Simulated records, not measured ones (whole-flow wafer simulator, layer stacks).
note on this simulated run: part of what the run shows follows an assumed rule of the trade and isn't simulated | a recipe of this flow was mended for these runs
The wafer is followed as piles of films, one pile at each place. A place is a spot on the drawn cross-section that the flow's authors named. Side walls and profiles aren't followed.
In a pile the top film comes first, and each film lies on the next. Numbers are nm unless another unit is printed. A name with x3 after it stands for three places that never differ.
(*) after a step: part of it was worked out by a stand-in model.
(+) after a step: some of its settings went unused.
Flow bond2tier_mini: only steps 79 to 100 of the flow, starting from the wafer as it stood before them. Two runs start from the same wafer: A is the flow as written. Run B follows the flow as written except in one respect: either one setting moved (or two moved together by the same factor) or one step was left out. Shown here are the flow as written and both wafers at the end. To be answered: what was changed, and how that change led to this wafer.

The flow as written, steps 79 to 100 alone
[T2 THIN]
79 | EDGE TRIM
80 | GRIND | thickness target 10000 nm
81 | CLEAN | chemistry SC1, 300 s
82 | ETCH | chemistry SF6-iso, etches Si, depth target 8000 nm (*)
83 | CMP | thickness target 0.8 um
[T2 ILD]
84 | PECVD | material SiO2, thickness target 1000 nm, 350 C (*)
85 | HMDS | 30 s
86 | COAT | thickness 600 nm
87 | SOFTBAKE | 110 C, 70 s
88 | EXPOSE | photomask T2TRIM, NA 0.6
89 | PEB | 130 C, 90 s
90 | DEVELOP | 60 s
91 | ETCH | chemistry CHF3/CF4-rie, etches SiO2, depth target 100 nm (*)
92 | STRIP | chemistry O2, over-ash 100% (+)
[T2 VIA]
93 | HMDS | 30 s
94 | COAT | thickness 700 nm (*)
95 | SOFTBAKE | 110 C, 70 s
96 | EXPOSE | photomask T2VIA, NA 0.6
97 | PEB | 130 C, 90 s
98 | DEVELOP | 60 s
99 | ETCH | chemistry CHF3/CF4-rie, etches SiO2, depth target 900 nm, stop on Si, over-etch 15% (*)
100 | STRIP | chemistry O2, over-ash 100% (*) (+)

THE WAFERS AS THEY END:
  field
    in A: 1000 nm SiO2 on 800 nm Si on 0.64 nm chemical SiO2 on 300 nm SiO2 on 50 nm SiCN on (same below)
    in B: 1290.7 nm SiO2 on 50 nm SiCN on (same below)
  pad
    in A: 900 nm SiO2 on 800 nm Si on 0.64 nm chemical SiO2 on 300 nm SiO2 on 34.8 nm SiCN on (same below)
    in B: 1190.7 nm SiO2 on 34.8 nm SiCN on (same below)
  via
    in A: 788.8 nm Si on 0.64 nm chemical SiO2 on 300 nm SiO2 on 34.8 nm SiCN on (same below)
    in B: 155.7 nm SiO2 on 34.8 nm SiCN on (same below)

Cause: step 80, GRIND: thickness target 7009 nm was run, while the flow as written has thickness target 10000 nm.

How this came from the change, step by step:
  80 | GRIND | thickness target 10000 nm
      field, pad, via: A Si loses 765 um | B Si loses 767.99 um
  82 | ETCH | chemistry SF6-iso, etches Si, depth target 8000 nm (*)
      field, pad, via: A chemical SiO2 loses 0.6 (all of it), Si loses 8000 | B chemical SiO2 loses 0.6 (all of it), Si loses 7008.7 (all of it), chemical SiO2 loses 0.64 (all of it), SiO2 loses 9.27
  83 | CMP | thickness target 0.8 um
      field, pad, via: A Si loses 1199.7 | B nothing
  84 | PECVD | material SiO2, thickness target 1000 nm, 350 C (*)
      field, pad, via: A SiO2 gains 1000 (new film) | B SiO2 gains 1000
  99 | ETCH | chemistry CHF3/CF4-rie, etches SiO2, depth target 900 nm, stop on Si, over-etch 15% (*)
      via: A SiO2 loses 900 (all of it), Si loses 11.2 | B SiO2 loses 1035
